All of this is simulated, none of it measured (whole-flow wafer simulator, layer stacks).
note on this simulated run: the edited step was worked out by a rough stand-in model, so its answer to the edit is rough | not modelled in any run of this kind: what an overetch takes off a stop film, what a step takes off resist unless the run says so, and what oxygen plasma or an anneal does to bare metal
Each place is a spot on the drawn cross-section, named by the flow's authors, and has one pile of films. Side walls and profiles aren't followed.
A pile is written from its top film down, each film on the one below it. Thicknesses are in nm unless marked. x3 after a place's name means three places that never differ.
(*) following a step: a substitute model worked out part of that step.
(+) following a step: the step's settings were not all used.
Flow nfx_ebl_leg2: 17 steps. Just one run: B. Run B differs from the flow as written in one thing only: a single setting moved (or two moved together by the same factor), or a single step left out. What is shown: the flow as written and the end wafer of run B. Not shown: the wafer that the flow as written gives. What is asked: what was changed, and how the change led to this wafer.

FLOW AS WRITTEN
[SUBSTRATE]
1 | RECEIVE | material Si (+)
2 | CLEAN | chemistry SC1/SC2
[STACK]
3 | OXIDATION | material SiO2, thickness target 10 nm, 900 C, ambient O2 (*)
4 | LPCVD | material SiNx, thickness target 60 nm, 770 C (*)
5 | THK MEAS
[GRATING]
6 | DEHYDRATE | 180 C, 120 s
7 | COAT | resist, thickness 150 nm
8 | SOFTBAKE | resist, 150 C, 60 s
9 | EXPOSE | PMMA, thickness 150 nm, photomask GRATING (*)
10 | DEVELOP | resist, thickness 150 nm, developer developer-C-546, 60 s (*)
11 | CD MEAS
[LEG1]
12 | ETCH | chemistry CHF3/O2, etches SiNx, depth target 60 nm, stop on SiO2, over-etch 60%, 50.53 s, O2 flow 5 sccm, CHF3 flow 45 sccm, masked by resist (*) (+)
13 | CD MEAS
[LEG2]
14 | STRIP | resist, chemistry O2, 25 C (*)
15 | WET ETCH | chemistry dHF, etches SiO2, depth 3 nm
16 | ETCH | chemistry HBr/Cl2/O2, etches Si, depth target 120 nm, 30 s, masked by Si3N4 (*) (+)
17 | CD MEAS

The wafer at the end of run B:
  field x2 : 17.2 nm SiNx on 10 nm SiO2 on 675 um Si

The reason: step 4, LPCVD: thickness target 24 nm was run, while the flow as written has thickness target 60 nm.

Step by step, how the change led to this:
  4 | LPCVD | material SiNx, thickness target 60 nm, 770 C (*)
      field x2, pad x2: SiNx gains 24 (new film) (as written it would have been: SiNx gains 60 (new film))
  12 | ETCH | chemistry CHF3/O2, etches SiNx, depth target 60 nm, stop on SiO2, over-etch 60%, 50.53 s, O2 flow 5 sccm, CHF3 flow 45 sccm, masked by resist (*) (+)
      pad x2: SiNx loses 24 (all of it), SiO2 loses 10 (all of it) (as written it would have been: SiNx loses 60 (all of it), SiO2 loses 10 (all of it))
